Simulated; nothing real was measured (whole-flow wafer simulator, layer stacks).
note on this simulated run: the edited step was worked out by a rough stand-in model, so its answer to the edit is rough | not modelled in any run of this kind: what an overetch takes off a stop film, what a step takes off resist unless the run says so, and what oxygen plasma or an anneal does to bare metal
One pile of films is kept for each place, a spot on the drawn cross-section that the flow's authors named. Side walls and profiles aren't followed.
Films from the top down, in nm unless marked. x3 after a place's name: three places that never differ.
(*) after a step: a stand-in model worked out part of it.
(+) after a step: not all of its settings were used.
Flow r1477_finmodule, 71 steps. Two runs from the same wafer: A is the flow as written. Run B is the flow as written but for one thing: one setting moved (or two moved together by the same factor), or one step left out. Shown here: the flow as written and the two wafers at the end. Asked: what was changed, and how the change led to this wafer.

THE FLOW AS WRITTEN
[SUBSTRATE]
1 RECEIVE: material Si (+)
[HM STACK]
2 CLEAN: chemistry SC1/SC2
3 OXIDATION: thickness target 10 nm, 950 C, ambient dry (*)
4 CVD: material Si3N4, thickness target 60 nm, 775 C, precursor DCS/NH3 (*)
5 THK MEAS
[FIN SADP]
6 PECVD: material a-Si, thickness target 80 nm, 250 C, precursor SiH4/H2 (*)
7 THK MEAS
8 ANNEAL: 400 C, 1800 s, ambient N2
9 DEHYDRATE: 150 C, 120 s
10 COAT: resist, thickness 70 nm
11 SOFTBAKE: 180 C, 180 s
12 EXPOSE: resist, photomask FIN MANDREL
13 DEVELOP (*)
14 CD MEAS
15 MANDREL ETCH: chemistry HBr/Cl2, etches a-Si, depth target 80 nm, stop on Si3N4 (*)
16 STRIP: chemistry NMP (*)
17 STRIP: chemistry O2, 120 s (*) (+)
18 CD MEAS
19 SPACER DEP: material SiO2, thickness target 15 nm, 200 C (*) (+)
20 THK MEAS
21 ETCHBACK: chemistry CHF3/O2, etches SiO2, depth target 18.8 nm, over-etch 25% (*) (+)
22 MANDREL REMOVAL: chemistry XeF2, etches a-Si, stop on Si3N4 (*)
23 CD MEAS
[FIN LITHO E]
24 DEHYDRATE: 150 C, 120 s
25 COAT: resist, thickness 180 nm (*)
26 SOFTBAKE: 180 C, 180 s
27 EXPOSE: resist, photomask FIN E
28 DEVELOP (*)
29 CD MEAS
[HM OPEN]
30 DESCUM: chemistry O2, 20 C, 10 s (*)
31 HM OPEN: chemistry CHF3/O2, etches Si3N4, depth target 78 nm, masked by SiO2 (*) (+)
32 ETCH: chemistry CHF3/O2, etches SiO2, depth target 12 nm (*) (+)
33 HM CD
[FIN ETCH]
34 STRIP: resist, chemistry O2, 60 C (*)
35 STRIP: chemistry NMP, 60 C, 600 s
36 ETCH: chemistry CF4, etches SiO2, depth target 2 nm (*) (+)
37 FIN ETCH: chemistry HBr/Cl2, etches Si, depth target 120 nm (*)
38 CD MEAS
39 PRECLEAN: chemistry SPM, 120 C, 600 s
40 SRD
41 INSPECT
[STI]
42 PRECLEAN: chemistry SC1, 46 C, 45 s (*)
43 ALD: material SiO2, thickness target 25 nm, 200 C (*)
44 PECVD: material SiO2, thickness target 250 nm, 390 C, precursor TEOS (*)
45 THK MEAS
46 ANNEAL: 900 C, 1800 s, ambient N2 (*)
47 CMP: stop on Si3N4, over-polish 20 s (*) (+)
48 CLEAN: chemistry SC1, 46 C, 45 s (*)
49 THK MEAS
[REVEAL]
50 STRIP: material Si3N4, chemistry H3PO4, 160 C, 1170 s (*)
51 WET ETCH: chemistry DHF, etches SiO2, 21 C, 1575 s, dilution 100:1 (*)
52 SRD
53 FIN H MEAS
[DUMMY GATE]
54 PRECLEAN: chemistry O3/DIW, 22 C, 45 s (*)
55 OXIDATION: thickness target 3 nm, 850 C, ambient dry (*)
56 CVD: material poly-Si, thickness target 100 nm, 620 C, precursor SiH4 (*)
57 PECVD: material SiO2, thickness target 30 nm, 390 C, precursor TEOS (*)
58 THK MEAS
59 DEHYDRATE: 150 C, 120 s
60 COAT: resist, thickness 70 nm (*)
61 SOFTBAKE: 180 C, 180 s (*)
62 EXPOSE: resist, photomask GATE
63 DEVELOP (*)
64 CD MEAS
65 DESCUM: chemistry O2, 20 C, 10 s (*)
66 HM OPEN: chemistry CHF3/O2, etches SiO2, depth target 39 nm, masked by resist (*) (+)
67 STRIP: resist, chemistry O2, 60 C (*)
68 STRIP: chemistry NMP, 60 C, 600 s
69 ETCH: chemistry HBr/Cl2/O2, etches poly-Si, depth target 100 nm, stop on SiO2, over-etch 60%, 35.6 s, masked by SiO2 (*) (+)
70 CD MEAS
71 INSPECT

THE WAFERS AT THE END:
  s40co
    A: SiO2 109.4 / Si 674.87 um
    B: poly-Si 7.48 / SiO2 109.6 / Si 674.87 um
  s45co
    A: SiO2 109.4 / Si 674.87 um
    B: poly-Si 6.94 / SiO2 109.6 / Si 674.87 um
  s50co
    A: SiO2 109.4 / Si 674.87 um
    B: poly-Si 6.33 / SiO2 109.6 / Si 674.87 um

The cause: step 69, ETCH: depth target 65 nm was run, where the flow has depth target 100 nm; step 69, ETCH: 23.1 s was run, where the flow has 35.6 s.

How the change led to this, step by step:
  69 ETCH: chemistry HBr/Cl2/O2, etches poly-Si, depth target 100 nm, stop on SiO2, over-etch 60%, 35.6 s, masked by SiO2 (*) (+)
      s40co: A chemical SiO2 -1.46 (all of it), poly-Si -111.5 (all of it), SiO2 -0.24 | B chemical SiO2 -1.46 (all of it), poly-Si -104
      s45co: A chemical SiO2 -1.46 (all of it), poly-Si -110.9 (all of it), SiO2 -0.25 | B chemical SiO2 -1.46 (all of it), poly-Si -104
      (and at 19 more places)
